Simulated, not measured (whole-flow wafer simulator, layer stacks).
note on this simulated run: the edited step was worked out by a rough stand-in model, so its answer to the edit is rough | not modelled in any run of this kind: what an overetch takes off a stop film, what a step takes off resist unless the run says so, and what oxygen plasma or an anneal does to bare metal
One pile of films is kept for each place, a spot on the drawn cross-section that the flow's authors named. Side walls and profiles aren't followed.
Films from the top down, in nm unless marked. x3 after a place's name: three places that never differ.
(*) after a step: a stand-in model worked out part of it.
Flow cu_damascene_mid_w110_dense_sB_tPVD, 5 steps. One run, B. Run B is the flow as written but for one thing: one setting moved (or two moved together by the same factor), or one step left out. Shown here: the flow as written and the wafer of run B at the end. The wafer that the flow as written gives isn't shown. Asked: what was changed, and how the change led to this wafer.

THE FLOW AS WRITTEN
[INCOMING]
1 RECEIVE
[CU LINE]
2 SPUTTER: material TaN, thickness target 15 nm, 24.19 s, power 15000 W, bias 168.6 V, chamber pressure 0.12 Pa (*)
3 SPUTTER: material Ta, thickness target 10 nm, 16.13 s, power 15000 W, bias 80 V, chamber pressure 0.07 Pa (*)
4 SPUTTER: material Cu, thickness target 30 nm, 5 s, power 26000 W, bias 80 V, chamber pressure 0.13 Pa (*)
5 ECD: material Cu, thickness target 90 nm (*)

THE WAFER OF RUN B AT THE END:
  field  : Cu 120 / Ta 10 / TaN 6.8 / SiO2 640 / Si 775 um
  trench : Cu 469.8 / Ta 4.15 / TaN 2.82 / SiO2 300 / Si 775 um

The cause: step 2, SPUTTER: thickness target 6.8 nm was run, where the flow has thickness target 15 nm.
It can be read off the wafer: field has TaN 6.8, and step 2 as written asks for 15 nm.

How the change led to this, step by step:
  2 SPUTTER: material TaN, thickness target 15 nm, 24.19 s, power 15000 W, bias 168.6 V, chamber pressure 0.12 Pa (*)
      field: TaN +6.8 (new film) (as written it would be: TaN +15 (new film))
      trench: TaN +2.82 (new film) (as written it would be: TaN +6.23 (new film))
